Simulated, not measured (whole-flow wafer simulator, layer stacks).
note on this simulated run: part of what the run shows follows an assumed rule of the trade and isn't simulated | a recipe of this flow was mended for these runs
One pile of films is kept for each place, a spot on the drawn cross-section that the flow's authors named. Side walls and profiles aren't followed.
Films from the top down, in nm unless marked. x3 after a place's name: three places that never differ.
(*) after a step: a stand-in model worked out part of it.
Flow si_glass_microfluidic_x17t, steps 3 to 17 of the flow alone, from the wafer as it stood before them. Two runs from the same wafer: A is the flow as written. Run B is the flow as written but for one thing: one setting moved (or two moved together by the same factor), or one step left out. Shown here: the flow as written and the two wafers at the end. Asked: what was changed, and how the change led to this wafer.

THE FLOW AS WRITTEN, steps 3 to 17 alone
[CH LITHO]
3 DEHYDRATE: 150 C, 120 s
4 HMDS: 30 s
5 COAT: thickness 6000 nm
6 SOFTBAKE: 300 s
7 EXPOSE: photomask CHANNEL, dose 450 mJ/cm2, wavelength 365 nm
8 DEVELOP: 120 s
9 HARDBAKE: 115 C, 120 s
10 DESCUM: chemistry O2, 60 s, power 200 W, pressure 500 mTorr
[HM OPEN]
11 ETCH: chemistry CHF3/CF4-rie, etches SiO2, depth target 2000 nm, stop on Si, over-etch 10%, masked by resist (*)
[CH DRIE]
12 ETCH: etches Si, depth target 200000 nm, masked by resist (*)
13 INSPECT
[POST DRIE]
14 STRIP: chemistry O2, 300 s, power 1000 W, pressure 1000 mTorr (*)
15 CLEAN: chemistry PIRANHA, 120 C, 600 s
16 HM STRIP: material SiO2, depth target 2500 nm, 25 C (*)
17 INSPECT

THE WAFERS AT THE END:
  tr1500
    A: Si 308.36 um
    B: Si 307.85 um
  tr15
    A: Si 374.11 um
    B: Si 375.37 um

The cause: step 5, COAT: thickness 9600 nm was run, where the flow has thickness 6000 nm.

How the change led to this, step by step:
  5 COAT: thickness 6000 nm
      land, tr110, tr1500, tr15: A thick-i-line-resist +6000 (new film) | B thick-i-line-resist +9600 (new film)
  8 DEVELOP: 120 s
      tr110, tr1500, tr15: A thick-i-line-resist -6000 (all of it) | B thick-i-line-resist -9600 (all of it)
  9 HARDBAKE: 115 C, 120 s
      land: A thick-i-line-resist -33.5 | B thick-i-line-resist -66.9
  12 ETCH: etches Si, depth target 200000 nm, masked by resist (*)
      tr1500: A Si -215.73 um | B Si -216.25 um
      tr15: A Si -149.99 um | B Si -148.73 um
  14 STRIP: chemistry O2, 300 s, power 1000 W, pressure 1000 mTorr (*)
      land: A thick-i-line-resist -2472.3 (all of it) | B thick-i-line-resist -6032.4 (all of it)
